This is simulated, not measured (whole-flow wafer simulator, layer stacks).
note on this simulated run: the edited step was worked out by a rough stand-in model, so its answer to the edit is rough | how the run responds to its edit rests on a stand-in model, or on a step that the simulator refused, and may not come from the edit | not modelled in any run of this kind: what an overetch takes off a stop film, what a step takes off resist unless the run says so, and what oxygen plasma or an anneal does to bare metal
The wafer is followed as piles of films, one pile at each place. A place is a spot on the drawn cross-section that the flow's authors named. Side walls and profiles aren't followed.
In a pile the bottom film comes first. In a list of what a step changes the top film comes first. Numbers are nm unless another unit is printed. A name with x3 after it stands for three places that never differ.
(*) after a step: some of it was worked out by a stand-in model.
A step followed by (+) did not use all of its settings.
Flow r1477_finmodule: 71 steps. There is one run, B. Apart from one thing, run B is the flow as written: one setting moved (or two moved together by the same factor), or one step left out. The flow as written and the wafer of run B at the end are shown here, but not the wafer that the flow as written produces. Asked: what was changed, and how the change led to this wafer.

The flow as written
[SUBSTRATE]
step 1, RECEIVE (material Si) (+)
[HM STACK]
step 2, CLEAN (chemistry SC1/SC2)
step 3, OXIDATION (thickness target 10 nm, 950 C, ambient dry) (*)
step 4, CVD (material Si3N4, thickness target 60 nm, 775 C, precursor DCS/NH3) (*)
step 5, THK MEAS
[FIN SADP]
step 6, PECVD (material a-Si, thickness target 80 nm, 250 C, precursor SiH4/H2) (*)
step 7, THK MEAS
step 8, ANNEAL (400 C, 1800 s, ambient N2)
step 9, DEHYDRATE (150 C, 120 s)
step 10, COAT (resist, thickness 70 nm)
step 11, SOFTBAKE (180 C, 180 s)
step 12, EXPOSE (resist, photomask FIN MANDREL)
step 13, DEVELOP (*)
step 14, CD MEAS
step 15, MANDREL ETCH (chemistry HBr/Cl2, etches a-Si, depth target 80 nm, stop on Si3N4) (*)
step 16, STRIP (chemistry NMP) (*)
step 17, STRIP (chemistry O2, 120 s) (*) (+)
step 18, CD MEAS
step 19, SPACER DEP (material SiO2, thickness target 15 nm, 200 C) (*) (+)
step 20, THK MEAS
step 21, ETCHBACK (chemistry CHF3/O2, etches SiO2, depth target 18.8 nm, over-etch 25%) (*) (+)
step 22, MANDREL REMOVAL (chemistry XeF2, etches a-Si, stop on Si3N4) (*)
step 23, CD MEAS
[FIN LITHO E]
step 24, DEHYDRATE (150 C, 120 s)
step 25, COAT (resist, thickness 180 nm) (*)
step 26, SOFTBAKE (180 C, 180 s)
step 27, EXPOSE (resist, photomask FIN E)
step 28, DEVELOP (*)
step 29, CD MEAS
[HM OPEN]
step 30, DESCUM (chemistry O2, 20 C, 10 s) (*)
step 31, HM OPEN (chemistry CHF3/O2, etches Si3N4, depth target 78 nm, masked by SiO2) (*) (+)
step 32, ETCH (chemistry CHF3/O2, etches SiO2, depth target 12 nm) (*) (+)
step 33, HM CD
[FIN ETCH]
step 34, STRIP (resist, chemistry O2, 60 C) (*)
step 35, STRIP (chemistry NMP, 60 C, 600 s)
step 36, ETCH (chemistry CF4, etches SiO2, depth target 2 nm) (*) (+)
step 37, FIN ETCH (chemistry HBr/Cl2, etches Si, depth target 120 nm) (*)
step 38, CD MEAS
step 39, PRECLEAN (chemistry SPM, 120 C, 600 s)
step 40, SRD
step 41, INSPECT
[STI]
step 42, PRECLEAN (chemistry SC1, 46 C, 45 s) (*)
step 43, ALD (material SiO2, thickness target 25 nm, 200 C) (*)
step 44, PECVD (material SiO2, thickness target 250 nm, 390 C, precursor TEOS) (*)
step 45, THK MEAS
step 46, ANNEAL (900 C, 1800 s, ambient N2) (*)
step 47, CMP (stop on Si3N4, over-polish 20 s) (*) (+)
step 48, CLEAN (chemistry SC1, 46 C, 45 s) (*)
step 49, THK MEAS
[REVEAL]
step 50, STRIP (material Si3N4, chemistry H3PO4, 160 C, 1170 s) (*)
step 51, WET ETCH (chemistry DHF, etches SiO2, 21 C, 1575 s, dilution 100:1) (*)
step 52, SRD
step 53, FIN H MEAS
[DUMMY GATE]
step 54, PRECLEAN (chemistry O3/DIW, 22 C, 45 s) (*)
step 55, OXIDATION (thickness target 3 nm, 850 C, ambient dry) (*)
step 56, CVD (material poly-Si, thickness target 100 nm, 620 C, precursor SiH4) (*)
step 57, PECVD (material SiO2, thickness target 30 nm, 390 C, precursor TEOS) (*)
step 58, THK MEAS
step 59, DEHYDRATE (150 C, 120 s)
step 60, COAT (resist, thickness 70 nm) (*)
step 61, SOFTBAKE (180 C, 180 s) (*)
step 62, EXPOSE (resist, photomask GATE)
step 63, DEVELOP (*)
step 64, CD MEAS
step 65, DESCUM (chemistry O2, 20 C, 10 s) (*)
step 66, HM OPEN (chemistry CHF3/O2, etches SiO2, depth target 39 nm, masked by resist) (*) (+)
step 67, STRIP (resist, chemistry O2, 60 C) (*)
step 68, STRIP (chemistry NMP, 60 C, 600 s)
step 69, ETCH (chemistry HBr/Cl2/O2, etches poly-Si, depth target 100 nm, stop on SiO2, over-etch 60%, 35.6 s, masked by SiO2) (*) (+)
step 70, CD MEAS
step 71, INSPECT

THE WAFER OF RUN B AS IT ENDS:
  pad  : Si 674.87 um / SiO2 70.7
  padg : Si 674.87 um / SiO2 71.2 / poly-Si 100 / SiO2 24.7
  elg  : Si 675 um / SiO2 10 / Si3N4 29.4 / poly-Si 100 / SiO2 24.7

Cause: step 51, WET ETCH: 2166 s was run, whereas the flow has 1575 s.

How this came from the change, step by step:
  step 51, WET ETCH (chemistry DHF, etches SiO2, 21 C, 1575 s, dilution 100:1) (*)
      pad, padg, e40sg and 12 more: -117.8 SiO2 (in the flow as written it would be: -85.7 SiO2)
      elg, e40lg, e100lg, e200lg, elo, e40lo, e100lo, e200lo: -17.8 SiO2 (all of it), -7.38 Si3N4 (in the flow as written it would be: -17.8 SiO2 (all of it), -4.97 Si3N4)
      (also at 7 further places)
  step 56, CVD (material poly-Si, thickness target 100 nm, 620 C, precursor SiH4) (*)
      s40cg, s40co: +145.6 poly-Si (new film) (in the flow as written it would be: +113.9 poly-Si (new film))
      s45cg, s45co: +145.6 poly-Si (new film) (in the flow as written it would be: +113.4 poly-Si (new film))
      (also at 3 further places)
  step 60, COAT (resist, thickness 70 nm) (*)
      e40lg, e100lg, e200lg, elo, e40lo, e100lo, e200lo: +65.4 resist (new film) (in the flow as written it would be: +66.9 resist (new film))
      e40sg, eso, e40so: +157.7 resist (new film) (in the flow as written it would be: +129.5 resist (new film))
      (also at 16 further places)
  step 63, DEVELOP (*)
      elo, e40lo, e100lo, e200lo: -65.4 resist (all of it) (in the flow as written it would be: -66.9 resist (all of it))
      eso, e40so: -157.7 resist (all of it) (in the flow as written it would be: -129.5 resist (all of it))
      (also at 8 further places)
  step 67, STRIP (resist, chemistry O2, 60 C) (*)
      e40lg, e100lg, e200lg: -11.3 resist (all of it) (in the flow as written it would be: -12.8 resist (all of it))
      e40sg: -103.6 resist (all of it) (in the flow as written it would be: -75.4 resist (all of it))
      (also at 9 further places)
  step 69, ETCH (chemistry HBr/Cl2/O2, etches poly-Si, depth target 100 nm, stop on SiO2, over-etch 60%, 35.6 s, masked by SiO2) (*) (+)
      s40co: -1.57 chemical SiO2 (all of it), -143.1 poly-Si (all of it), -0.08 SiO2 (in the flow as written it would be: -1.46 chemical SiO2 (all of it), -111.5 poly-Si (all of it), -0.24 SiO2)
      s45co: -1.57 chemical SiO2 (all of it), -143.1 poly-Si (all of it), -0.08 SiO2 (in the flow as written it would be: -1.46 chemical SiO2 (all of it), -110.9 poly-Si (all of it), -0.25 SiO2)
      (also at 1 further place)
